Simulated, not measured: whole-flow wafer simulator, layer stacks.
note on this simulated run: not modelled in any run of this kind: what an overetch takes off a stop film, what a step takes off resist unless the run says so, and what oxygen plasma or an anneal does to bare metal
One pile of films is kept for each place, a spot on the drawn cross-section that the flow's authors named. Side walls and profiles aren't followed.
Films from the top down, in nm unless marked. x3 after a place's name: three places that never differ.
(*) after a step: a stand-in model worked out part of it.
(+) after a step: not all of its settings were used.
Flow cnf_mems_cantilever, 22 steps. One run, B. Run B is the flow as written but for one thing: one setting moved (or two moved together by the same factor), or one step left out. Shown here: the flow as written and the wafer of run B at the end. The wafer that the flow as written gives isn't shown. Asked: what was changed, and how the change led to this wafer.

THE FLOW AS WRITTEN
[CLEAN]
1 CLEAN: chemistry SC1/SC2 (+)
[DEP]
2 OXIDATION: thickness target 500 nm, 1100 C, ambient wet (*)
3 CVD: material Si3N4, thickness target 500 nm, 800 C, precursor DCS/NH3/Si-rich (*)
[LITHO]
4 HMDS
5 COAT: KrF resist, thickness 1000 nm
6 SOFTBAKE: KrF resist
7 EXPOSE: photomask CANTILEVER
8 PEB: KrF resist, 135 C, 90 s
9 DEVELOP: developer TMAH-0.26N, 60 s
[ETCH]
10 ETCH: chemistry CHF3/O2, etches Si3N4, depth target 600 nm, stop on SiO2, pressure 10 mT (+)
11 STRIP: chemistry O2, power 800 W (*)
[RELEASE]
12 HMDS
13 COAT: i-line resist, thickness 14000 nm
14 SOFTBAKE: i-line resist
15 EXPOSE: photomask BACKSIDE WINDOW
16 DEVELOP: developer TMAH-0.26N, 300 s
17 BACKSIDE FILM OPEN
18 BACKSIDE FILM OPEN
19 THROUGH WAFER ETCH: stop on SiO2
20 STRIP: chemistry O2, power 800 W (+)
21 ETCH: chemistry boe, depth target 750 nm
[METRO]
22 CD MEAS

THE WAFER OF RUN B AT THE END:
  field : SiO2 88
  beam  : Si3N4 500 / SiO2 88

The cause: step 21, ETCH: depth target 412 nm was run, where the flow has depth target 750 nm.

How the change led to this, step by step:
  21 ETCH: chemistry boe, depth target 750 nm
      field: SiO2 -412 (as written it would be: SiO2 -500 (all of it))
      beam: under 1 film: SiO2 -412 (as written it would be: under 1 film: SiO2 -500 (all of it))
